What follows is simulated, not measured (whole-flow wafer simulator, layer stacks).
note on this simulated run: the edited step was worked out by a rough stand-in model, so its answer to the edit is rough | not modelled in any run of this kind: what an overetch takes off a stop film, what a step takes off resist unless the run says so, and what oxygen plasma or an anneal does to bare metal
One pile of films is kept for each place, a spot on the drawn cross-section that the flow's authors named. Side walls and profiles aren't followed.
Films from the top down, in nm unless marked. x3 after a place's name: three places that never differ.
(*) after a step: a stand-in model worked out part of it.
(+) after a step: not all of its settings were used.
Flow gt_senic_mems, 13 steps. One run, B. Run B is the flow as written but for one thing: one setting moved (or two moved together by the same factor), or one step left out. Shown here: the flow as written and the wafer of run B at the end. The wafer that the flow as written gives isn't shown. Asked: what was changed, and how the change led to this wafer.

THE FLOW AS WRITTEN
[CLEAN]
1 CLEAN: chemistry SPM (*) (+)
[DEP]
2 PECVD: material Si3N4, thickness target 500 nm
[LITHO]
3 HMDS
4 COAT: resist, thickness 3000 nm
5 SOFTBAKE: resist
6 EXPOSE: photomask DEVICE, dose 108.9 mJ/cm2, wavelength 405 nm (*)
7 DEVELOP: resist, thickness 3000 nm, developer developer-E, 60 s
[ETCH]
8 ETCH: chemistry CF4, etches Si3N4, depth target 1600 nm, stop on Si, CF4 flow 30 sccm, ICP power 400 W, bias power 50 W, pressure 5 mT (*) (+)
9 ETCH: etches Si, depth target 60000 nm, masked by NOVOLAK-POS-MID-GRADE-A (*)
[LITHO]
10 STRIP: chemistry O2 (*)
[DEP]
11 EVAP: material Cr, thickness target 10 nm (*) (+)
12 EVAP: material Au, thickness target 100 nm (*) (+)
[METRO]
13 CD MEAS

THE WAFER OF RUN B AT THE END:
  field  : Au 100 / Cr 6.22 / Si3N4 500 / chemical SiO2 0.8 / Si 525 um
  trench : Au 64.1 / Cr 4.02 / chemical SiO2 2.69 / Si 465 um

The cause: step 11, EVAP: thickness target 6.22 nm was run, where the flow has thickness target 10 nm.
It can be read off the wafer: field has Cr 6.22, and step 11 as written asks for 10 nm.

How the change led to this, step by step:
  11 EVAP: material Cr, thickness target 10 nm (*) (+)
      field: Cr +6.22 (new film) (as written it would be: Cr +10 (new film))
      trench: Cr +4.02 (new film) (as written it would be: Cr +6.45 (new film))
